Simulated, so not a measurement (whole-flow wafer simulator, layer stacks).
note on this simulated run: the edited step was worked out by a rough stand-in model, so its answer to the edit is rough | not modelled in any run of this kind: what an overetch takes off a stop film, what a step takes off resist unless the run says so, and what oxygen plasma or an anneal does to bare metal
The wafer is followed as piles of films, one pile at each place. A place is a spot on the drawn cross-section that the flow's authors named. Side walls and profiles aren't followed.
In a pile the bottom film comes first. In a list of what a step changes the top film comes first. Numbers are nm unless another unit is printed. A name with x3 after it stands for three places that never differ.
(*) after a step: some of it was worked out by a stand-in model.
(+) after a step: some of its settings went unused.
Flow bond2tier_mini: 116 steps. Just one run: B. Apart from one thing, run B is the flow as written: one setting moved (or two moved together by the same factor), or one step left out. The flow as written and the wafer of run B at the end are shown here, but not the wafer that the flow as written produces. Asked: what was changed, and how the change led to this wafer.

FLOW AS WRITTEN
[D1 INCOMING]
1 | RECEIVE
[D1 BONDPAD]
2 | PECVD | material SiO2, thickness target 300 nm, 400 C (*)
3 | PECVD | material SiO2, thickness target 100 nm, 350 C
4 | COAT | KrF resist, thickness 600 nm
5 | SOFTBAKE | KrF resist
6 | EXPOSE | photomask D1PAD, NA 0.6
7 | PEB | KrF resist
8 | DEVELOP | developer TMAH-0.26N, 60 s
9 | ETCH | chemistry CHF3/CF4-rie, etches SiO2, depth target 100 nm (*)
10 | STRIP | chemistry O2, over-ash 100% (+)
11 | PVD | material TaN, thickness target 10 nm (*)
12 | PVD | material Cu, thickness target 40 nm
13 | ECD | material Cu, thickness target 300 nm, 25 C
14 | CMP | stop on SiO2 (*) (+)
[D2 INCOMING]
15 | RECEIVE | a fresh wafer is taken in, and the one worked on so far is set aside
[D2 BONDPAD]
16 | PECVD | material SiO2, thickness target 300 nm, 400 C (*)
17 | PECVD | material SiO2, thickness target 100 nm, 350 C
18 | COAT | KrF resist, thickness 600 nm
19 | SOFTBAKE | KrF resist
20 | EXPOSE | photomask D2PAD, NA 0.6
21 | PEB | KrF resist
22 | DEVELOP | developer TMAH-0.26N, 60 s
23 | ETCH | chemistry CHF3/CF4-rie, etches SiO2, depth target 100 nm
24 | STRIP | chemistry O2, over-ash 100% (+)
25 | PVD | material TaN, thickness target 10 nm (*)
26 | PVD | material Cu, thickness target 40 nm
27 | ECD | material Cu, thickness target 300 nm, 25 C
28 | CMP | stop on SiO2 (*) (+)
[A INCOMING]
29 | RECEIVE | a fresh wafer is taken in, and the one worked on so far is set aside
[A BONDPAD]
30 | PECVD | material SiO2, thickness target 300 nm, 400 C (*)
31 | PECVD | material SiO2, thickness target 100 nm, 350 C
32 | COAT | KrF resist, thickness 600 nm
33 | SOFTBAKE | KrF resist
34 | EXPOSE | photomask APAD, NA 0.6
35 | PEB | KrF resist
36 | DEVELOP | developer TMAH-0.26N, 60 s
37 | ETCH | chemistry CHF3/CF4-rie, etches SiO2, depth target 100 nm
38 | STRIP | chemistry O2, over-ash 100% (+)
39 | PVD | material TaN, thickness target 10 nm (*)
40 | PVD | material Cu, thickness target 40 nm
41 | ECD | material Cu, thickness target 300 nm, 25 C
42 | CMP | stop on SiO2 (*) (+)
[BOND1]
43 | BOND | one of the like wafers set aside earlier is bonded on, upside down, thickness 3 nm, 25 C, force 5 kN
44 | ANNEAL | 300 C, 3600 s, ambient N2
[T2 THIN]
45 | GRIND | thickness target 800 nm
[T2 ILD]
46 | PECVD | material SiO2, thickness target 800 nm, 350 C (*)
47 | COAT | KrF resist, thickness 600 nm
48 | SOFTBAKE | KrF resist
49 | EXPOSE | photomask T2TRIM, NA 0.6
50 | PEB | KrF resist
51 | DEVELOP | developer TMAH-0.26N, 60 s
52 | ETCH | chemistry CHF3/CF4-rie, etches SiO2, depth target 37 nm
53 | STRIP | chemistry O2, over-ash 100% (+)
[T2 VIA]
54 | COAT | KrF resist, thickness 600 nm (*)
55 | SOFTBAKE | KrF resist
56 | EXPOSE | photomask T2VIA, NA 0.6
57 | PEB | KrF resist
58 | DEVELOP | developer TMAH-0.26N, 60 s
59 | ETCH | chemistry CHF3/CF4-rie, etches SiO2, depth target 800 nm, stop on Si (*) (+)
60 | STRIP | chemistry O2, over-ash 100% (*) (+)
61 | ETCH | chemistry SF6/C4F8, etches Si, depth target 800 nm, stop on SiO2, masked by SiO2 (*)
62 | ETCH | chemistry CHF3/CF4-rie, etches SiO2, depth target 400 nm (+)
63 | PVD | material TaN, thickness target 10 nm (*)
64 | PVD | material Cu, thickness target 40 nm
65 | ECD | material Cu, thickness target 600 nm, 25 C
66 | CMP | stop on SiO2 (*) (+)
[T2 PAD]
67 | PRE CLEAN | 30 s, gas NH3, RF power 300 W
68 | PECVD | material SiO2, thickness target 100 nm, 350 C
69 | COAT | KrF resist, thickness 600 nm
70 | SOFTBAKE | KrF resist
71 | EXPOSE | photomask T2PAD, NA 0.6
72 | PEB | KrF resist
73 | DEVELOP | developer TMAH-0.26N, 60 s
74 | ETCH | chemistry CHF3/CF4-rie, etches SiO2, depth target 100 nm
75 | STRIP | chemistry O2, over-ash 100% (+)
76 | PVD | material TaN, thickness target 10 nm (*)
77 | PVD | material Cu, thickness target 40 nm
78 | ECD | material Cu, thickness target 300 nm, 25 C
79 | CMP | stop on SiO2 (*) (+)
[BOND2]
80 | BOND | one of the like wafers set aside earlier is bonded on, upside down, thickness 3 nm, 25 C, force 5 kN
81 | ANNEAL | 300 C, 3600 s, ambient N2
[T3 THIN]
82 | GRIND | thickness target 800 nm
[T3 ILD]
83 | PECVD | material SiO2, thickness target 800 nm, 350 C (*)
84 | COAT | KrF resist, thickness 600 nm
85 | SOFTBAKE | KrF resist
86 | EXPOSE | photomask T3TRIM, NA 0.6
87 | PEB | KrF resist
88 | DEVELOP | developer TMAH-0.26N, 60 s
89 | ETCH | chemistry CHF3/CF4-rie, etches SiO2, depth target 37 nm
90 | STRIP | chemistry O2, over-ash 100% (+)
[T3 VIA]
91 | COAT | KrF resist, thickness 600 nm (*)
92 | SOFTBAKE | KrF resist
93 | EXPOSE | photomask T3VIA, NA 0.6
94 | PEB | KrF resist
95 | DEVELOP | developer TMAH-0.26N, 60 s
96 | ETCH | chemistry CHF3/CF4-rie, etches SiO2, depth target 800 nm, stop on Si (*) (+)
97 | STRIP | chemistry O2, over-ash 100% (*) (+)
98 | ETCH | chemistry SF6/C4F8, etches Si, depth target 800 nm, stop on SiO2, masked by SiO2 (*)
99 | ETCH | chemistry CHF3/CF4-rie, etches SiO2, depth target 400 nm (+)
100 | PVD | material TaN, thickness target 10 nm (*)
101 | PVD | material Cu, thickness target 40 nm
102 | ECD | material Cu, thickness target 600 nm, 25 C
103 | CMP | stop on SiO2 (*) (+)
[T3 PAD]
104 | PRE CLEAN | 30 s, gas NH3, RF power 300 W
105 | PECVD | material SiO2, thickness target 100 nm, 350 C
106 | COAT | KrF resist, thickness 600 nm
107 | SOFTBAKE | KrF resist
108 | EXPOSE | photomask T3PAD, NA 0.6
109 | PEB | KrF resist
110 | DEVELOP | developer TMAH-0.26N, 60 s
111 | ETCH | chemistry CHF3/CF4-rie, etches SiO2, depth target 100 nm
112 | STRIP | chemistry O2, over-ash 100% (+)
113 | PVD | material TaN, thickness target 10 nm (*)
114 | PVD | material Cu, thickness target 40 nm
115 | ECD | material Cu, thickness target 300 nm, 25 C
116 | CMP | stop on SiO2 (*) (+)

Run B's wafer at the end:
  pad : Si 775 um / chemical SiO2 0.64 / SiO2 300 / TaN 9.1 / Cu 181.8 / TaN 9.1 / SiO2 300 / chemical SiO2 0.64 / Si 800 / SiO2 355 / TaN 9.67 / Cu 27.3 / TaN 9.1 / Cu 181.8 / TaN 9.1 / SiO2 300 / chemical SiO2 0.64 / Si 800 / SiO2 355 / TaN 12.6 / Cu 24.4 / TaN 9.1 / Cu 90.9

The reason: step 100, PVD: thickness target 13 nm was run, though the flow has thickness target 10 nm.

How this came from the change, step by step:
  100 | PVD | material TaN, thickness target 10 nm (*)
      field: TaN gains 13 (new film) (in the flow as written it would be: TaN gains 10 (new film))
      pad: TaN gains 12.6 (new film) (in the flow as written it would be: TaN gains 9.67 (new film))
  103 | CMP | stop on SiO2 (*) (+)
      field: Cu loses 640 (all of it), TaN loses 13 (all of it) (in the flow as written it would be: Cu loses 640 (all of it), TaN loses 10 (all of it))
